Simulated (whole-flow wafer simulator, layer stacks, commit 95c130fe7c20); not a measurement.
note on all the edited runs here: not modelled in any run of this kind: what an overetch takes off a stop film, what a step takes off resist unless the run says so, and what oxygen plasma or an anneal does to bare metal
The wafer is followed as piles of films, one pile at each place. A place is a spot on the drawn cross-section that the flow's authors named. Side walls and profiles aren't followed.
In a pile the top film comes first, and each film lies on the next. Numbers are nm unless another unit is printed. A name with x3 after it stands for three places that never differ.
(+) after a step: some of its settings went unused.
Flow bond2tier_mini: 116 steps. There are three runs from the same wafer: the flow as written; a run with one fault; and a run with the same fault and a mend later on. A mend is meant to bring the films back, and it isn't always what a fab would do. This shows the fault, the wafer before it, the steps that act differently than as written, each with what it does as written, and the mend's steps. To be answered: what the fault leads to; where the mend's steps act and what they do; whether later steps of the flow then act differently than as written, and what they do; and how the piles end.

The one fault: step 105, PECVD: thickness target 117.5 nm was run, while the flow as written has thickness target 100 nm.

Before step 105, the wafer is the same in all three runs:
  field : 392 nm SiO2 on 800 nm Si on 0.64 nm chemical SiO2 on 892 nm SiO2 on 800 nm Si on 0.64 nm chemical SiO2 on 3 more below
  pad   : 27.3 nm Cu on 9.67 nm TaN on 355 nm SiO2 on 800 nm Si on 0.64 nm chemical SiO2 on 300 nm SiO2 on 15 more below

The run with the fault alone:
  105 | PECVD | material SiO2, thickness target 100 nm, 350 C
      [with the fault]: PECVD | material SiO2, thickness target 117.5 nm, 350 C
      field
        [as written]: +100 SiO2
        [with the fault]: +117.5 SiO2
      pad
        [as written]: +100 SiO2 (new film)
        [with the fault]: +117.5 SiO2 (new film)
  Later steps of the flow acting differently than as written:
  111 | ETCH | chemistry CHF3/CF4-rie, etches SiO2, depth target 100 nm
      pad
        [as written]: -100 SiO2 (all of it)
        [with the fault]: -100 SiO2
  At field, pad, the piles at the end differ from the flow's by more than 2% or 0.5 nm, whichever is larger.
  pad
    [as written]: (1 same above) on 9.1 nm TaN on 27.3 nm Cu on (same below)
    [with the fault]: (1 same above) on 9.1 nm TaN on 17.5 nm SiO2 on 27.3 nm Cu on (same below)
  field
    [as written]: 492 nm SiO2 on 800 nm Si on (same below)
    [with the fault]: 509.5 nm SiO2 on 800 nm Si on (same below)

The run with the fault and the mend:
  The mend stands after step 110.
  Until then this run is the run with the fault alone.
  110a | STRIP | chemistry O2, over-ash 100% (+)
      field
        -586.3 KrF resist (all of it)
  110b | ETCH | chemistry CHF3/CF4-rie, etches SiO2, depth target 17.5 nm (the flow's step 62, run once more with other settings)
      field, pad
        -17.5 SiO2
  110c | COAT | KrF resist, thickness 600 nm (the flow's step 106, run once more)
      field, pad
        +600 KrF resist (new film)
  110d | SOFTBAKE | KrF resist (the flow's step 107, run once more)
      leaves every film unchanged at each place that is followed
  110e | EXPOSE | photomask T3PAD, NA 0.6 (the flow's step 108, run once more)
      leaves every film unchanged at each place that is followed
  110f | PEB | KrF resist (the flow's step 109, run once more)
      leaves every film unchanged at each place that is followed
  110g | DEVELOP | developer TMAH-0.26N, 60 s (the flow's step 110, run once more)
      field
        -13.7 KrF resist
      pad
        -600 KrF resist (all of it)
  None of the later steps of the flow acts differently than as written at any place that is followed.
  By the end, the piles equal the flow's at every place that both follow.
